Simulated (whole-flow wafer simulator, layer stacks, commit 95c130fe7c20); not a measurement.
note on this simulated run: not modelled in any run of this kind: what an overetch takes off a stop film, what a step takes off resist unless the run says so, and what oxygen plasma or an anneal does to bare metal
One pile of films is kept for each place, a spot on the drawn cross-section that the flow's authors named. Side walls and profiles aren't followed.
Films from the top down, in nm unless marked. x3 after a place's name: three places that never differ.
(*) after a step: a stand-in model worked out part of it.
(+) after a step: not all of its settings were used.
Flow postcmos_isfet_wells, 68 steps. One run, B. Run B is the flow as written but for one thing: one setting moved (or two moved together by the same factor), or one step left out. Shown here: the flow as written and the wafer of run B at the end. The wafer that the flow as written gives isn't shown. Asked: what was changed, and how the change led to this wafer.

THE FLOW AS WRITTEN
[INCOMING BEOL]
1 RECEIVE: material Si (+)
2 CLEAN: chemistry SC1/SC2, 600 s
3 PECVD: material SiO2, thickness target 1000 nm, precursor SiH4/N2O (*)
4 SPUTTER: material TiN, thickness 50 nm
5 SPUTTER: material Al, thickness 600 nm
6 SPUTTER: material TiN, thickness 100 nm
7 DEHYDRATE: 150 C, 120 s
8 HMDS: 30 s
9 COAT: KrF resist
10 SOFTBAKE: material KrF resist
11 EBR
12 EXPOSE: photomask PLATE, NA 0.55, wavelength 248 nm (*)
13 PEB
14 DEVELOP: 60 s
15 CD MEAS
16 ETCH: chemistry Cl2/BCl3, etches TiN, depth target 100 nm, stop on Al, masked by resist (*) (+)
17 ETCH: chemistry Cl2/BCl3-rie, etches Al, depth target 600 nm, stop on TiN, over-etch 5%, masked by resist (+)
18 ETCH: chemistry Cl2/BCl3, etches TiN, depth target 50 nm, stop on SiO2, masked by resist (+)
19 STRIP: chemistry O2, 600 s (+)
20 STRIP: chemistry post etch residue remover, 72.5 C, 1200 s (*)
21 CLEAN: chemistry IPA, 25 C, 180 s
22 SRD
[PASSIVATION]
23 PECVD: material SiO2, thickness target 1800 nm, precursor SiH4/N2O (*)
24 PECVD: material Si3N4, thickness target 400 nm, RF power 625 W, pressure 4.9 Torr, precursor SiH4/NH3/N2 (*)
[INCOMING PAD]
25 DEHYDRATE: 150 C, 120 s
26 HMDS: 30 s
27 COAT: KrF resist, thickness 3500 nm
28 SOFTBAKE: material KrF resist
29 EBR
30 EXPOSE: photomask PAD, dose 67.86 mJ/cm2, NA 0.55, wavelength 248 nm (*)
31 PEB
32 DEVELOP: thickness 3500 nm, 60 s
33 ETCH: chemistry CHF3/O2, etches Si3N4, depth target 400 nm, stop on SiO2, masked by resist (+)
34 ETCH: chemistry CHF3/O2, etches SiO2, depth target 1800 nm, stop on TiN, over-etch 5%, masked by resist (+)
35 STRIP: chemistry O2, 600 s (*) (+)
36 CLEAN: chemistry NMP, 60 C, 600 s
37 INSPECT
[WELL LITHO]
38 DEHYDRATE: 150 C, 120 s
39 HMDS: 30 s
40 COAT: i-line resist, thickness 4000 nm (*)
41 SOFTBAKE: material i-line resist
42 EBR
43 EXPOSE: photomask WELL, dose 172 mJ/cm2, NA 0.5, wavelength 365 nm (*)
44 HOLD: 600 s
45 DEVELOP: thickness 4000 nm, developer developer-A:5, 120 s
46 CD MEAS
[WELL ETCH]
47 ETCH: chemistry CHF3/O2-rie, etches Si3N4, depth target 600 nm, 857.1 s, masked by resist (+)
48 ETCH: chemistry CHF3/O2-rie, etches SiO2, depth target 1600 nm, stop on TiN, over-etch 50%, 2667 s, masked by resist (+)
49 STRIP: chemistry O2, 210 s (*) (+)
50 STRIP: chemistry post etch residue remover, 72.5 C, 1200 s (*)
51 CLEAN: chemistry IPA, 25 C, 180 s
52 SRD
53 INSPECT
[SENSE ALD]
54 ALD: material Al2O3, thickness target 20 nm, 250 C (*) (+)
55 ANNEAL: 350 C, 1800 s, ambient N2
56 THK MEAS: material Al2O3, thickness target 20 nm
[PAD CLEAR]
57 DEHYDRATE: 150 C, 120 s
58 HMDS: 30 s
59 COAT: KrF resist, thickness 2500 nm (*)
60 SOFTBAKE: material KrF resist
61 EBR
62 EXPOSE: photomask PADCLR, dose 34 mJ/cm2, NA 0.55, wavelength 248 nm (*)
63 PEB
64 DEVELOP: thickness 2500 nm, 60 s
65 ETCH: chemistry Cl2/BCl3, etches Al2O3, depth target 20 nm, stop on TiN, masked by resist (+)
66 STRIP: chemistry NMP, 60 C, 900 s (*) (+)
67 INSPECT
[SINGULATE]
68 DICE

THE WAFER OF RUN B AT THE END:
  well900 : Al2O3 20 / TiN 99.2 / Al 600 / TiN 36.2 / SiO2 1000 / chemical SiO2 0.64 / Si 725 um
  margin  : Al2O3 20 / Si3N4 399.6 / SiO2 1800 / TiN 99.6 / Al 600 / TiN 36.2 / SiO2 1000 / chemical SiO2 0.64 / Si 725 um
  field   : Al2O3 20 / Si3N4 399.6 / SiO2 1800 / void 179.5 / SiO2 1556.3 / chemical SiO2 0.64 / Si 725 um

The cause: step 4, SPUTTER: thickness 36.2 nm was run, where the flow has thickness 50 nm.
It can be read off the wafer: well900 has TiN 36.2, and step 4 as written asks for 50 nm.

How the change led to this, step by step:
  4 SPUTTER: material TiN, thickness 50 nm
      field, margin, well900, well1300 x3, pad_rim, pad_clr, pad_open: TiN +36.2 (new film) (as written it would be: TiN +50 (new film))
  18 ETCH: chemistry Cl2/BCl3, etches TiN, depth target 50 nm, stop on SiO2, masked by resist (+)
      field: TiN -36.2 (all of it) (as written it would be: TiN -50 (all of it))
  23 PECVD: material SiO2, thickness target 1800 nm, precursor SiH4/N2O (*)
      field: SiO2 +1800 (new film), void +179.5 (new film), SiO2 +556.3 (as written it would be: SiO2 +1800 (new film), void +189.9 (new film), SiO2 +559.7)
